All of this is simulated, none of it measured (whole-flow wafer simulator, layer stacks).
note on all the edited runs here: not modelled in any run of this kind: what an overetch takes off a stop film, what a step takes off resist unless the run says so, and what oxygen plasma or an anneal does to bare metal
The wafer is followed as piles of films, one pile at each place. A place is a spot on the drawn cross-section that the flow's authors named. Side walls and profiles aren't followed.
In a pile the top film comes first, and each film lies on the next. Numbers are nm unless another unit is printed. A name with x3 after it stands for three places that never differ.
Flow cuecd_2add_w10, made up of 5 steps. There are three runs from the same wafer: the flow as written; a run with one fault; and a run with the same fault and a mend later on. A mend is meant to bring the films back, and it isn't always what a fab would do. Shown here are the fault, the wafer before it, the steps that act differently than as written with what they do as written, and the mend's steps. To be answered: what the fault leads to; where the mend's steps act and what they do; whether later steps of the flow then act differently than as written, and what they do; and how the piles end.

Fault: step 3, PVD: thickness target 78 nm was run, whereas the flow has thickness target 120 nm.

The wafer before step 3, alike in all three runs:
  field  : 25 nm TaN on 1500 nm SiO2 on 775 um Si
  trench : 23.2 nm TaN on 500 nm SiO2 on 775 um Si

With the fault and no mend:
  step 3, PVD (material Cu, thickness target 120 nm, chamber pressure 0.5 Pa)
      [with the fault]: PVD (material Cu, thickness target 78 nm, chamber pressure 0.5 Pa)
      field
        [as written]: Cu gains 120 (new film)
        [with the fault]: Cu gains 78 (new film)
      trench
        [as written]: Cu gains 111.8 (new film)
        [with the fault]: Cu gains 72.6 (new film)
  None of the later steps of the flow acts differently than as written at any place that is followed.
  By the end, the piles at field, trench depart from the flow's by more than 2% or 0.5 nm, whichever is larger.
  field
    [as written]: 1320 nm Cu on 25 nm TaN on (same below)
    [with the fault]: 1278 nm Cu on 25 nm TaN on (same below)
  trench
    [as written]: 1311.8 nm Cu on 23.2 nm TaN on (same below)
    [with the fault]: 1272.6 nm Cu on 23.2 nm TaN on (same below)

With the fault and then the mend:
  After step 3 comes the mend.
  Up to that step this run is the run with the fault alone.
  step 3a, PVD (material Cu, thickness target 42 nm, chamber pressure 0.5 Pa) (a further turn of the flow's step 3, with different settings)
      field
        Cu gains 42
      trench
        Cu gains 39
  None of the later steps of the flow acts differently than as written at any place that is followed.
  The piles end only slightly different from the flow's at the places that both follow, by no more than 2% or 0.5 nm, whichever is larger.
